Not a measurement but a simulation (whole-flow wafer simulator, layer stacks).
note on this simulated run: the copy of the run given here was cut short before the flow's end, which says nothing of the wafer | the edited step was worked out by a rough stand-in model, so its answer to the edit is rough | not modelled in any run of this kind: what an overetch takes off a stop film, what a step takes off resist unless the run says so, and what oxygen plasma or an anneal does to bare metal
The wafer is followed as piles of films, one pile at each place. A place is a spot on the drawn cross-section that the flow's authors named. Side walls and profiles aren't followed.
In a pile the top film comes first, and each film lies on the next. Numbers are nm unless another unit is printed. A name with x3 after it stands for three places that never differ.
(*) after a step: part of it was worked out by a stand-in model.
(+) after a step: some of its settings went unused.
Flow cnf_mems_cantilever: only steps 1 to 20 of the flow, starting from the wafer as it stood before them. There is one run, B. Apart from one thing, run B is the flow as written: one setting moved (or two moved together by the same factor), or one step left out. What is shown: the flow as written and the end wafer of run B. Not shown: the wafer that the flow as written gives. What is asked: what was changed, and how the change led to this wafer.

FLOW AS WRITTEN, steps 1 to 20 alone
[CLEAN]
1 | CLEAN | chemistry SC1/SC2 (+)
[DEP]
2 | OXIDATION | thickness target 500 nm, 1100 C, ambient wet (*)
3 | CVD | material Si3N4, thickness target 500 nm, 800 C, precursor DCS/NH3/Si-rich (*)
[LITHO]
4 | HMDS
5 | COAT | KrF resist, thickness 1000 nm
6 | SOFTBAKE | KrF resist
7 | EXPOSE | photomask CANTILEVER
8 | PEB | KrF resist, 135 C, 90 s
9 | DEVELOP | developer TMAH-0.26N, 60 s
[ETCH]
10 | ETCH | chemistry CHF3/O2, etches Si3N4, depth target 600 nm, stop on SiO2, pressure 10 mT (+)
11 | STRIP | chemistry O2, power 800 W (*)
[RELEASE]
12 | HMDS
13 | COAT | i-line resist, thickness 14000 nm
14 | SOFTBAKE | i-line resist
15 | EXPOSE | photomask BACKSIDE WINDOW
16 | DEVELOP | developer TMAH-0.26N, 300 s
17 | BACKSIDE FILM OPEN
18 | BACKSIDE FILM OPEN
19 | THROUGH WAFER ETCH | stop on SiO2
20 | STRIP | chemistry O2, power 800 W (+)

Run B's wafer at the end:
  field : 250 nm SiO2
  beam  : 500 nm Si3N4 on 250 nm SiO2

What caused this: step 2, OXIDATION: thickness target 250 nm was run, though the flow has thickness target 500 nm.
The wafer lets one read it off: field has SiO2 250, and step 2 as written asks for 500 nm.

How this came from the change, step by step:
  2 | OXIDATION | thickness target 500 nm, 1100 C, ambient wet (*)
      field, beam: SiO2 gains 250 (new film), chemical SiO2 loses 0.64 (all of it), Si loses 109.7 (it would be, as written: SiO2 gains 500 (new film), chemical SiO2 loses 0.64 (all of it), Si loses 219.7)
  19 | THROUGH WAFER ETCH | stop on SiO2
      field: under 1 film: Si loses 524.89 um (all of it) (it would be, as written: under 1 film: Si loses 524.78 um (all of it))
      beam: under 2 films: Si loses 524.89 um (all of it) (it would be, as written: under 2 films: Si loses 524.78 um (all of it))
